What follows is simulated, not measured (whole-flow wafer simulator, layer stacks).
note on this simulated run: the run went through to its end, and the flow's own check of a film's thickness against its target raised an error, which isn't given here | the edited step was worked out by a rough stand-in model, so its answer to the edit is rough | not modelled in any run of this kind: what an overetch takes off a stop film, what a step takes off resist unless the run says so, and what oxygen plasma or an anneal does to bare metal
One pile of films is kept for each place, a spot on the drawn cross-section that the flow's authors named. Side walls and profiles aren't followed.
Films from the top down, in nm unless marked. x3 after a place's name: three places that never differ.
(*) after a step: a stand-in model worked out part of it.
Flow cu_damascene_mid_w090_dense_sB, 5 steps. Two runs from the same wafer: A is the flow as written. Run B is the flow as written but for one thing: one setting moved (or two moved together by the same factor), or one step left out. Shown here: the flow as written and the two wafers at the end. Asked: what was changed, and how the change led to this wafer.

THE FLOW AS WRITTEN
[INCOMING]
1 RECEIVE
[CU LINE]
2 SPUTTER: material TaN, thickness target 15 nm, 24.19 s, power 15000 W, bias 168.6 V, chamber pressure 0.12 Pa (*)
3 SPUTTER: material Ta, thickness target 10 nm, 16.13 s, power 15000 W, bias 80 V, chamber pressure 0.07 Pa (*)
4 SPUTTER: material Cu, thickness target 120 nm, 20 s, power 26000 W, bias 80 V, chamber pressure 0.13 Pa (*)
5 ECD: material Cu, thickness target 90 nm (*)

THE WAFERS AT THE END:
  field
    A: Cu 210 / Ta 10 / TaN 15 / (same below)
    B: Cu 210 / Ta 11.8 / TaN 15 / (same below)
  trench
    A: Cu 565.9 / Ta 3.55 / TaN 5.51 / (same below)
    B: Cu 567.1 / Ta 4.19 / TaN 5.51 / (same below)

The cause: step 3, SPUTTER: thickness target 11.8 nm was run, where the flow has thickness target 10 nm; step 3, SPUTTER: 18.95 s was run, where the flow has 16.13 s.
It can be read off the wafer: field has Ta 11.8, and step 3 as written asks for 10 nm.

How the change led to this, step by step:
  3 SPUTTER: material Ta, thickness target 10 nm, 16.13 s, power 15000 W, bias 80 V, chamber pressure 0.07 Pa (*)
      field: A Ta +10 (new film) | B Ta +11.8 (new film)
      trench: A Ta +3.55 (new film) | B Ta +4.19 (new film)
